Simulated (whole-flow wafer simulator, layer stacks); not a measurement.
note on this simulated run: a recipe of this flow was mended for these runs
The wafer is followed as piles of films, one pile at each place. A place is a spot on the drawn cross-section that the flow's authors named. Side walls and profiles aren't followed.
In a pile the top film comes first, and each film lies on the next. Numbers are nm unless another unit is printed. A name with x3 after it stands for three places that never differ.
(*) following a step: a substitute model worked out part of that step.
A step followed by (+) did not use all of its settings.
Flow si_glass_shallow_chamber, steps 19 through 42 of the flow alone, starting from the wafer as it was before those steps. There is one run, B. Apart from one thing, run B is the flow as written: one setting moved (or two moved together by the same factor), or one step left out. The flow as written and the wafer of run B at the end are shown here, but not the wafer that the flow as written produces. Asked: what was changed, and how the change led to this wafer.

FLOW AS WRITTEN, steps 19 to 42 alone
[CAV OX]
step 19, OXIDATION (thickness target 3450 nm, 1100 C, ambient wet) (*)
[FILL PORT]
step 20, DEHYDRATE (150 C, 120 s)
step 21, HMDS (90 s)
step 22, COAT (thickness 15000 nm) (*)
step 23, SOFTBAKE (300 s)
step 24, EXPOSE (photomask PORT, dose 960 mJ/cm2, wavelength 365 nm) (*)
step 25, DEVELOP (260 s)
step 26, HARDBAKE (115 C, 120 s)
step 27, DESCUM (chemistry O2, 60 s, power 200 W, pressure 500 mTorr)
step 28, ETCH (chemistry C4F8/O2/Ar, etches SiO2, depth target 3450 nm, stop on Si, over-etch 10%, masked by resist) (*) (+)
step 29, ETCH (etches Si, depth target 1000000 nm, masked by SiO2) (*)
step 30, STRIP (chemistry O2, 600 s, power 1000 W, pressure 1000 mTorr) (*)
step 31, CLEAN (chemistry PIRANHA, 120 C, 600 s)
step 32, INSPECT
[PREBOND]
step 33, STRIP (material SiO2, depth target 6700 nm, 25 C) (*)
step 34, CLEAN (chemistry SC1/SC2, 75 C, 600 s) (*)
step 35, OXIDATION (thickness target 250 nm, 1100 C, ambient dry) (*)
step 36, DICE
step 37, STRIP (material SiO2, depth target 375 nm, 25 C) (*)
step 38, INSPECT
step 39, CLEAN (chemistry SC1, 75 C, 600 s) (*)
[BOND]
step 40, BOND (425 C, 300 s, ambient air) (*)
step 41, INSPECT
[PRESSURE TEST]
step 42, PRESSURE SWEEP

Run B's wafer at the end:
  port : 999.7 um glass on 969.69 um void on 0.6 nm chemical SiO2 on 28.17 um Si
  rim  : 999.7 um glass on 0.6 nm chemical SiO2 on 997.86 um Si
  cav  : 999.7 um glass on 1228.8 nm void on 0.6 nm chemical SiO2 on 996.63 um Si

What caused this: step 19, OXIDATION: thickness target 4226 nm was run, though the flow has thickness target 3450 nm.

The path from the change to this, step by step:
  step 19, OXIDATION (thickness target 3450 nm, 1100 C, ambient wet) (*)
      rim, ramp, septum, ring: SiO2 gains 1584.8, Si loses 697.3 (as written it would have been: SiO2 gains 1110.9, Si loses 488.8)
      cav, port: SiO2 gains 4226 (new film), chemical SiO2 loses 0.6 (all of it), Si loses 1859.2 (as written it would have been: SiO2 gains 3450 (new film), chemical SiO2 loses 0.6 (all of it), Si loses 1517.7)
  step 22, COAT (thickness 15000 nm) (*)
      rim: thick-i-line-resist gains 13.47 um (new film) (as written it would have been: thick-i-line-resist gains 13.4 um (new film))
      ramp: thick-i-line-resist gains 12.98 um (new film) (as written it would have been: thick-i-line-resist gains 12.89 um (new film))
      (as well as at 3 more places)
  step 23, SOFTBAKE (300 s)
      rim: thick-i-line-resist loses 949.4 (as written it would have been: thick-i-line-resist loses 997)
      ramp: thick-i-line-resist loses 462 (as written it would have been: thick-i-line-resist loses 487.1)
      (as well as at 4 more places)
  step 25, DEVELOP (260 s)
      port: thick-i-line-resist loses 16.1 um (all of it) (as written it would have been: thick-i-line-resist loses 16.16 um (all of it))
  step 28, ETCH (chemistry C4F8/O2/Ar, etches SiO2, depth target 3450 nm, stop on Si, over-etch 10%, masked by resist) (*) (+)
      port: SiO2 loses 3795 (as written it would have been: SiO2 loses 3450 (all of it), Si loses 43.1)
  step 29, ETCH (etches Si, depth target 1000000 nm, masked by SiO2) (*)
      port: SiO2 loses 431 (all of it), Si loses 968.46 um (as written it would have been: hole gains 997.05 um (new film), Si loses 997.05 um (all of it))
      rim, ramp: thick-i-line-resist loses 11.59 um (all of it), SiO2 loses 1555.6 (as written it would have been: thick-i-line-resist loses 11.47 um (all of it), SiO2 loses 1617.3)
      (as well as at 2 more places)
  step 30, STRIP (chemistry O2, 600 s, power 1000 W, pressure 1000 mTorr) (*)
      port: chemical SiO2 gains 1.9 (new film), Si loses 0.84 (as written it would have been: nothing)
      cav: thick-i-line-resist loses 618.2 (all of it) (as written it would have been: thick-i-line-resist loses 669.6 (all of it))
  step 33, STRIP (material SiO2, depth target 6700 nm, 25 C) (*)
      port: chemical SiO2 loses 1.9 (all of it) (as written it would have been: nothing)
      rim, ramp: SiO2 loses 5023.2 (all of it) (as written it would have been: SiO2 loses 4487.5 (all of it))
      (as well as at 3 more places)
  step 34, CLEAN (chemistry SC1/SC2, 75 C, 600 s) (*)
      port: chemical SiO2 gains 0.6 (new film), Si loses 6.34 (as written it would have been: nothing)
  step 35, OXIDATION (thickness target 250 nm, 1100 C, ambient dry) (*)
      port: SiO2 gains 250 (new film), chemical SiO2 loses 0.6 (all of it), Si loses 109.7 (as written it would have been: nothing)
  step 37, STRIP (material SiO2, depth target 375 nm, 25 C) (*)
      port: SiO2 loses 250 (all of it) (as written it would have been: nothing)
  step 39, CLEAN (chemistry SC1, 75 C, 600 s) (*)
      port: chemical SiO2 gains 0.6 (new film), Si loses 6.34 (as written it would have been: nothing)
  step 40, BOND (425 C, 300 s, ambient air) (*)
      port: glass gains 999.7 um (new film), void gains 969.69 um (new film) (as written it would have been: glass gains 999.7 um (new film), hole gains 1017.3)
      cav: glass gains 999.7 um (new film), void gains 1228.8 (new film) (as written it would have been: glass gains 999.7 um (new film), void gains 1095.9 (new film))
